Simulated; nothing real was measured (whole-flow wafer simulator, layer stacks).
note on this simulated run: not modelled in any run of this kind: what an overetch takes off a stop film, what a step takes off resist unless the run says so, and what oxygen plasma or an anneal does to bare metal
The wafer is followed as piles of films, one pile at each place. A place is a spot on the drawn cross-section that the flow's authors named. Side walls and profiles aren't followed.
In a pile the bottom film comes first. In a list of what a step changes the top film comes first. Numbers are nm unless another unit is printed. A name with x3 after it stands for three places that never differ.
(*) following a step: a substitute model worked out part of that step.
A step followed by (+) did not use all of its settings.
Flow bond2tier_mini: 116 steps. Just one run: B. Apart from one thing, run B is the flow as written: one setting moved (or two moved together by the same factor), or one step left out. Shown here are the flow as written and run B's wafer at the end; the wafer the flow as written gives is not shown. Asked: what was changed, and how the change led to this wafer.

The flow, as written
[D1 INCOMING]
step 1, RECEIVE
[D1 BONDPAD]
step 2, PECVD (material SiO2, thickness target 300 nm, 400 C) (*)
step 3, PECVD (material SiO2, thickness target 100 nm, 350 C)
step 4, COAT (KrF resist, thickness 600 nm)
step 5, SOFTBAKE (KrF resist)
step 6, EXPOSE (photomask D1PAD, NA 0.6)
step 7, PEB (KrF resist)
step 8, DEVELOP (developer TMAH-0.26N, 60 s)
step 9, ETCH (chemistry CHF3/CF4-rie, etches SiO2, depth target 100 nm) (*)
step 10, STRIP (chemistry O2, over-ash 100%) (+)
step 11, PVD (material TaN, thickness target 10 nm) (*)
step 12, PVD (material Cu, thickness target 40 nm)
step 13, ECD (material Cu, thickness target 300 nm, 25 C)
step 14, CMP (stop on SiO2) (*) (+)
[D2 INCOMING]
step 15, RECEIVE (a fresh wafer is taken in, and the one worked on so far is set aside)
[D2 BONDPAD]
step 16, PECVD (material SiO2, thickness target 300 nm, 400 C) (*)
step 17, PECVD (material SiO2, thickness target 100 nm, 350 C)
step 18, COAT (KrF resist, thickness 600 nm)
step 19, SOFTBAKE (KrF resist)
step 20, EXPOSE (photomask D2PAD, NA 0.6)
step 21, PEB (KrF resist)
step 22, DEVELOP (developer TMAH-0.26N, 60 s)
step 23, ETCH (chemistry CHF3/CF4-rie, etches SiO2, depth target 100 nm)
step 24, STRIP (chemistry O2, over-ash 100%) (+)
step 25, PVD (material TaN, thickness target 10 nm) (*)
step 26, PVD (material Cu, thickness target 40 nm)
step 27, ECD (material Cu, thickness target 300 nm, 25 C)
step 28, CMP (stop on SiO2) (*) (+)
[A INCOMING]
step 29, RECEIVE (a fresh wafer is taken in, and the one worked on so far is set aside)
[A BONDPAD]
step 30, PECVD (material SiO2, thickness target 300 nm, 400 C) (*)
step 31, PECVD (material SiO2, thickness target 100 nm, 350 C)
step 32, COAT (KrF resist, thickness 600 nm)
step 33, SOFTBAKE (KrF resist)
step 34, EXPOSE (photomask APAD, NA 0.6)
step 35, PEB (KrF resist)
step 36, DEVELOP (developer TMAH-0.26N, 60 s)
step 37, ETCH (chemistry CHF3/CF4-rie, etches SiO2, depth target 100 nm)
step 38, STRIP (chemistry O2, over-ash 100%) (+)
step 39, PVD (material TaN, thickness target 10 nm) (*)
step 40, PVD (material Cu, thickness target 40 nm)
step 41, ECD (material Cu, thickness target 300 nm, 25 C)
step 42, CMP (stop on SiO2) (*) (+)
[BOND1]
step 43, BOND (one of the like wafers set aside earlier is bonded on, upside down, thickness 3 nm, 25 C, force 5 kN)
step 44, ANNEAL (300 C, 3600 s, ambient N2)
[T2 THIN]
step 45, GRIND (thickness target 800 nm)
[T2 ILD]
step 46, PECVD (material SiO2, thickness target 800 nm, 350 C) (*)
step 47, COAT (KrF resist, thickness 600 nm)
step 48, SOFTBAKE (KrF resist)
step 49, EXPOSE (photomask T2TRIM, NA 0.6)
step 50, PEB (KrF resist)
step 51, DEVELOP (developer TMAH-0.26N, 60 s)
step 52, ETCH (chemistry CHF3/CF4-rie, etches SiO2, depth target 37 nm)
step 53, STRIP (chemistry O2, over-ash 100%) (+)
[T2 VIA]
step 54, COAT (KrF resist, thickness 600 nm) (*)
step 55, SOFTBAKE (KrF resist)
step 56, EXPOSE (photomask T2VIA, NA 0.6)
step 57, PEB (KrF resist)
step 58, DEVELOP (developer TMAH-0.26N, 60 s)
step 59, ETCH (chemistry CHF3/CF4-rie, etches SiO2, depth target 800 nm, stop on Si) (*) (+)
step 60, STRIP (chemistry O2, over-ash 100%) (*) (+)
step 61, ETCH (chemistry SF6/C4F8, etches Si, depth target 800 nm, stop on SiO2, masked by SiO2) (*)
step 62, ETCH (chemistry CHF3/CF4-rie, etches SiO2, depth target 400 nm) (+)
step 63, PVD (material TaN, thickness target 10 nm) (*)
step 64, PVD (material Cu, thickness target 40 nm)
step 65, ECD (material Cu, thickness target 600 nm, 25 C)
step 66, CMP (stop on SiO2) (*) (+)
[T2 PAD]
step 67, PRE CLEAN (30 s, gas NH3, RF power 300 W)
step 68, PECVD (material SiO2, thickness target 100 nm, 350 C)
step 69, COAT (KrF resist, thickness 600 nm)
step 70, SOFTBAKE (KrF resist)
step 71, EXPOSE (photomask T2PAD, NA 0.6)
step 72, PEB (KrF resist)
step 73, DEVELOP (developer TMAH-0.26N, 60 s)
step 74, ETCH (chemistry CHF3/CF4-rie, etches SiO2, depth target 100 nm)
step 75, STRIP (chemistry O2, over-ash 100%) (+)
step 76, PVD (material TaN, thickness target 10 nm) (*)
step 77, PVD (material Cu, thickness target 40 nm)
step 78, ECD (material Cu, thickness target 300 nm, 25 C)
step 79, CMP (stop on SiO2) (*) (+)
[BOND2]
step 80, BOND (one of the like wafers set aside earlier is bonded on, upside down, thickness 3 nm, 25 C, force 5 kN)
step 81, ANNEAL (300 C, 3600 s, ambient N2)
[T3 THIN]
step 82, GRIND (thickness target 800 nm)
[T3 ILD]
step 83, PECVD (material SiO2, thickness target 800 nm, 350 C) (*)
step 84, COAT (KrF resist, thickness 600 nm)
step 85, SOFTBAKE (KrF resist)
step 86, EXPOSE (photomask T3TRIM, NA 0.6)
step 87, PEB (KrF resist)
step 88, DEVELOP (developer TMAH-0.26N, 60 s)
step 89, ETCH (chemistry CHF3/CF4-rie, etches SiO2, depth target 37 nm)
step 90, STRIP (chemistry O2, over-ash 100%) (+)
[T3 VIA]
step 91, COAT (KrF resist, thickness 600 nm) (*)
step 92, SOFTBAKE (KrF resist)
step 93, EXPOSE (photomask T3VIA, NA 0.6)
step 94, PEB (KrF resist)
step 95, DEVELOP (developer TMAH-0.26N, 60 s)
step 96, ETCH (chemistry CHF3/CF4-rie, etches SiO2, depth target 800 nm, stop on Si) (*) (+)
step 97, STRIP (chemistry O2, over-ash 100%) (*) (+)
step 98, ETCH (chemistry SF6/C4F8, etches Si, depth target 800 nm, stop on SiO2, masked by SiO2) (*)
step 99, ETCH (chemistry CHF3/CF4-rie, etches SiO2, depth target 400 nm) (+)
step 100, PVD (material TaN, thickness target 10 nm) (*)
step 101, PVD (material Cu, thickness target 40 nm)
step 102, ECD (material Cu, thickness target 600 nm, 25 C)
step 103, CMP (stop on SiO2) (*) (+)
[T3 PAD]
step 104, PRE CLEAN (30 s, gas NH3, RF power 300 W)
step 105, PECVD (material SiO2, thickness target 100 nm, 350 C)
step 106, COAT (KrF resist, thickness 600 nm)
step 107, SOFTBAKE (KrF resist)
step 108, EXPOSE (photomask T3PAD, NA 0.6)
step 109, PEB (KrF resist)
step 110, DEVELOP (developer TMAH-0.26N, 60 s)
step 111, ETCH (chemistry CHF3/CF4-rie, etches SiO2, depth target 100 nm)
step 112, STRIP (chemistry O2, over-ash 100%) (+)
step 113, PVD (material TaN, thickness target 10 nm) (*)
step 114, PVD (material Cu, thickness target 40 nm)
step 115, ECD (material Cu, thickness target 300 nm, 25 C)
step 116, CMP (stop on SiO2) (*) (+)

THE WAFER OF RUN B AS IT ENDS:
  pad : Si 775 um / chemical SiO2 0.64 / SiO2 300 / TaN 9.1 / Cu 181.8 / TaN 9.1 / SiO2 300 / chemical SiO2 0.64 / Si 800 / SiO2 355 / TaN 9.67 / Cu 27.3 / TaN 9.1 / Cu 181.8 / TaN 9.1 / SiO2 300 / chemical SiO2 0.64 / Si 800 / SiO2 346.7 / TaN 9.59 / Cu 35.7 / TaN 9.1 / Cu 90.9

Cause: step 89, ETCH: depth target 45.3 nm was run, whereas the flow has depth target 37 nm.

Step by step, how the change led to this:
  step 89, ETCH (chemistry CHF3/CF4-rie, etches SiO2, depth target 37 nm)
      field: -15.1 KrF resist (it would be, as written: -12.3 KrF resist)
      pad: -45.3 SiO2 (it would be, as written: -37 SiO2)
